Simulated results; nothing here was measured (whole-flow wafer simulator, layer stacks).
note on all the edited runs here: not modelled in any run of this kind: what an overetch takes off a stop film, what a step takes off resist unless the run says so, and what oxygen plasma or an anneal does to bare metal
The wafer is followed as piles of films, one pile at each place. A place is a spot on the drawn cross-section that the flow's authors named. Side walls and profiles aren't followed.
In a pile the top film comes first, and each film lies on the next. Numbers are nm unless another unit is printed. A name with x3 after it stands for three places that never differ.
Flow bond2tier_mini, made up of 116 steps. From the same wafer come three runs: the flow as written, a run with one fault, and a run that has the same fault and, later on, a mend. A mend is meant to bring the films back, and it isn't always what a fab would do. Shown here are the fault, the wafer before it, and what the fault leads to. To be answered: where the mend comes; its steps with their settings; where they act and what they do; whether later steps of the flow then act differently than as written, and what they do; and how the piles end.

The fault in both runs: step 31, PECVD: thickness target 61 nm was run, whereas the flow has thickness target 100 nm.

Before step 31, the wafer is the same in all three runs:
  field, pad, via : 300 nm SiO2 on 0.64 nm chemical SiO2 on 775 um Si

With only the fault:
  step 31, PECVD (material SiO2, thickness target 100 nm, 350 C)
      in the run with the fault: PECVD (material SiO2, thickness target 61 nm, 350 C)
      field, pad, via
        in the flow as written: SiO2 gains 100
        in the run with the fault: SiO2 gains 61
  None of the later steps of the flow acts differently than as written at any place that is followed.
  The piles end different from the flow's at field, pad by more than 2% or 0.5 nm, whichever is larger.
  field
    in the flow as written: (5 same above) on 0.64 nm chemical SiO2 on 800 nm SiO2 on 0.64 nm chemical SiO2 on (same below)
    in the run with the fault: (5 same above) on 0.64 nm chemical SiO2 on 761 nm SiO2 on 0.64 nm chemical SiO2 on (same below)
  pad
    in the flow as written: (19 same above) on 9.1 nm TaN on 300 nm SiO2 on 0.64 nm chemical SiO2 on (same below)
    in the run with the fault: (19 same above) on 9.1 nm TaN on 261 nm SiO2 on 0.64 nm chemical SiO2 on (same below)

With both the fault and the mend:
  The mend stands after step 31.
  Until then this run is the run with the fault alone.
  step 31a, PECVD (material SiO2, thickness target 39 nm, 350 C) (the flow's step 31 again, with other settings)
      field, pad, via
        SiO2 gains 39
  None of the later steps of the flow acts differently than as written at any place that is followed.
  By the end, the piles equal the flow's at every place that both follow.
